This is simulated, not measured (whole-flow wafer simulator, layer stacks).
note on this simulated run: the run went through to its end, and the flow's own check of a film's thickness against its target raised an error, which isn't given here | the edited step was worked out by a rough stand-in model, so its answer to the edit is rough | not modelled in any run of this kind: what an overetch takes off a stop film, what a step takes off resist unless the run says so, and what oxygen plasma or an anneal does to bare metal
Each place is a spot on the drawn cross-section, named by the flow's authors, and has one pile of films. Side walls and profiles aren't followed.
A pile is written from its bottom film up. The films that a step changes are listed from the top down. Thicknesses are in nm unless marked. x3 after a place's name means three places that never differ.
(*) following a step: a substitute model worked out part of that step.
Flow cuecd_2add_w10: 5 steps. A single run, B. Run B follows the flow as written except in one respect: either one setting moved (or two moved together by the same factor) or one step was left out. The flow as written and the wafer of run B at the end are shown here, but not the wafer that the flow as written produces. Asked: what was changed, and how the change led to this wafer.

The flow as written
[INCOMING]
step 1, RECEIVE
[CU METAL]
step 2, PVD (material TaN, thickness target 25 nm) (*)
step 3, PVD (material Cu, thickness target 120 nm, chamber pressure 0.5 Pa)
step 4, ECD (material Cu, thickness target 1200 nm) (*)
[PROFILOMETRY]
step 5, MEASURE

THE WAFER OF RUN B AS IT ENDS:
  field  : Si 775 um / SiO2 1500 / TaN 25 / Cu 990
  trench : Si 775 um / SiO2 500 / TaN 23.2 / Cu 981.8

What caused this: step 4, ECD: thickness target 870 nm was run, though the flow has thickness target 1200 nm.

The path from the change to this, step by step:
  step 4, ECD (material Cu, thickness target 1200 nm) (*)
      field, trench: Cu gains 870 (in the flow as written it would be: Cu gains 1200)
